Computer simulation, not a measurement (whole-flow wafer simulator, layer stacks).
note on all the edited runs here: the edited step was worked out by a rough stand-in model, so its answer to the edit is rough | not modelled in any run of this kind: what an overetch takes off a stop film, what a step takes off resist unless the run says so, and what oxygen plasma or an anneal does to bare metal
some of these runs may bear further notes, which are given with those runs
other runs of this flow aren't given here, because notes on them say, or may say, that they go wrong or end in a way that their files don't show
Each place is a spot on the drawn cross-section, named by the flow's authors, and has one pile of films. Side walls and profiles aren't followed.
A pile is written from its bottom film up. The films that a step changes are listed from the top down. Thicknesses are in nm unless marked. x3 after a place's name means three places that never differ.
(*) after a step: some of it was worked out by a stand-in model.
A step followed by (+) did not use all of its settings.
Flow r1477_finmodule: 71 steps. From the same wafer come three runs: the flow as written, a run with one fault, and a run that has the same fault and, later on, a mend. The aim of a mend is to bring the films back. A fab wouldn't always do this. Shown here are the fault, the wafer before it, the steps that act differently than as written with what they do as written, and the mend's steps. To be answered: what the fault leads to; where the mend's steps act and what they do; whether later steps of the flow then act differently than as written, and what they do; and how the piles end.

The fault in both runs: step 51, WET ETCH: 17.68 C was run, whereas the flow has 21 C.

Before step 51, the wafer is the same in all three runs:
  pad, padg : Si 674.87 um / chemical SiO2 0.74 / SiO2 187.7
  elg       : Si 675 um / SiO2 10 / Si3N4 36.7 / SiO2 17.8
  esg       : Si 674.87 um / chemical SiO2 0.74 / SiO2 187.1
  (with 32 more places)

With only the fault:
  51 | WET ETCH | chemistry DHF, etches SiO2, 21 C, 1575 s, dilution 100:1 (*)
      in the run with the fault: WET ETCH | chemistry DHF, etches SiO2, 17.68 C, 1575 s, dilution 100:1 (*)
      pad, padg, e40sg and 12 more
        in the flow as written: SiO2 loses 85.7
        in the run with the fault: SiO2 loses 74.7
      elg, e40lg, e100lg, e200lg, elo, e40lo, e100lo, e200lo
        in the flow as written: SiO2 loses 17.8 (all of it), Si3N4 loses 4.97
        in the run with the fault: SiO2 loses 17.8 (all of it), Si3N4 loses 3.79
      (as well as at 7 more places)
  Later steps of the flow acting differently than as written (1 other step is not shown; it differs only slightly, by no more than 2% or 0.5 nm, whichever is larger):
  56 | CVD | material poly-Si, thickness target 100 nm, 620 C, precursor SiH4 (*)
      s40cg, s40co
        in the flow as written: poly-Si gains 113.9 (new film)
        in the run with the fault: poly-Si gains 103.8 (new film)
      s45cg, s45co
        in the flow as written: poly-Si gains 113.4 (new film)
        in the run with the fault: poly-Si gains 103.2 (new film)
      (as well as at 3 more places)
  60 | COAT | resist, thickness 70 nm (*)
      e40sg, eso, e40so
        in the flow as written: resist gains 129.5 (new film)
        in the run with the fault: resist gains 120.2 (new film)
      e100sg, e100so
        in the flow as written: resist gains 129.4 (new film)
        in the run with the fault: resist gains 120.1 (new film)
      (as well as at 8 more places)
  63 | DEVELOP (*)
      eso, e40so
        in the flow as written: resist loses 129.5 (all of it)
        in the run with the fault: resist loses 120.2 (all of it)
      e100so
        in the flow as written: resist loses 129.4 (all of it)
        in the run with the fault: resist loses 120.1 (all of it)
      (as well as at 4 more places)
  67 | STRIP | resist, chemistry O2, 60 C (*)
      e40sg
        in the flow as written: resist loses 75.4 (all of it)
        in the run with the fault: resist loses 66.1 (all of it)
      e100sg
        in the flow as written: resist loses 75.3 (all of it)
        in the run with the fault: resist loses 66 (all of it)
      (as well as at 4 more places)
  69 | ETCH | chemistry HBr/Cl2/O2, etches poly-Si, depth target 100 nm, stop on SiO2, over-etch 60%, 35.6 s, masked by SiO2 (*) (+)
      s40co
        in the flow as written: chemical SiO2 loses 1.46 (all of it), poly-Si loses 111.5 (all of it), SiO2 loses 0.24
        in the run with the fault: chemical SiO2 loses 1.41 (all of it), poly-Si loses 101.4 (all of it), SiO2 loses 0.29
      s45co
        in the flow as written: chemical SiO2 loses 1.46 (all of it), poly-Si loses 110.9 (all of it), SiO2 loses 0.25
        in the run with the fault: chemical SiO2 loses 1.41 (all of it), poly-Si loses 100.8 (all of it), SiO2 loses 0.3
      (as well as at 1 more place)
  At pad, padg, elg and 27 more, the piles at the end differ from the flow's by more than 2% or 0.5 nm, whichever is larger.
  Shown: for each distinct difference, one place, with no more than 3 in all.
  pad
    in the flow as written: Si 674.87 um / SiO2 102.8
    in the run with the fault: Si 674.87 um / SiO2 113.8
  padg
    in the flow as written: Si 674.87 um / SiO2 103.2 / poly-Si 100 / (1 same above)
    in the run with the fault: Si 674.87 um / SiO2 114.2 / poly-Si 100 / (1 same above)
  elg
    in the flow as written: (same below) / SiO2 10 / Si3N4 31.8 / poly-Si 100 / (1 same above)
    in the run with the fault: (same below) / SiO2 10 / Si3N4 32.9 / poly-Si 100 / (1 same above)

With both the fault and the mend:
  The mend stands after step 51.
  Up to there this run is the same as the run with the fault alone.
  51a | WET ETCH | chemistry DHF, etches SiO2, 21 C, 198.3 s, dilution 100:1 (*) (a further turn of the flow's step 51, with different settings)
      pad, padg, e40sg and 12 more
        SiO2 loses 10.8
      elg, e40lg, e100lg, e200lg, elo, e40lo, e100lo, e200lo
        Si3N4 loses 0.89
      esg, s40cg, s45cg, s50cg, s40co, s45co, s50co
        SiO2 loses 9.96
  None of the later steps of the flow differs from how it acts as written, at any place that is followed, by more than 2% or 0.5 nm, whichever is larger.
  At the end the piles are close to the flow's at the places that both follow, differing by at most 2% or 0.5 nm, whichever is larger.
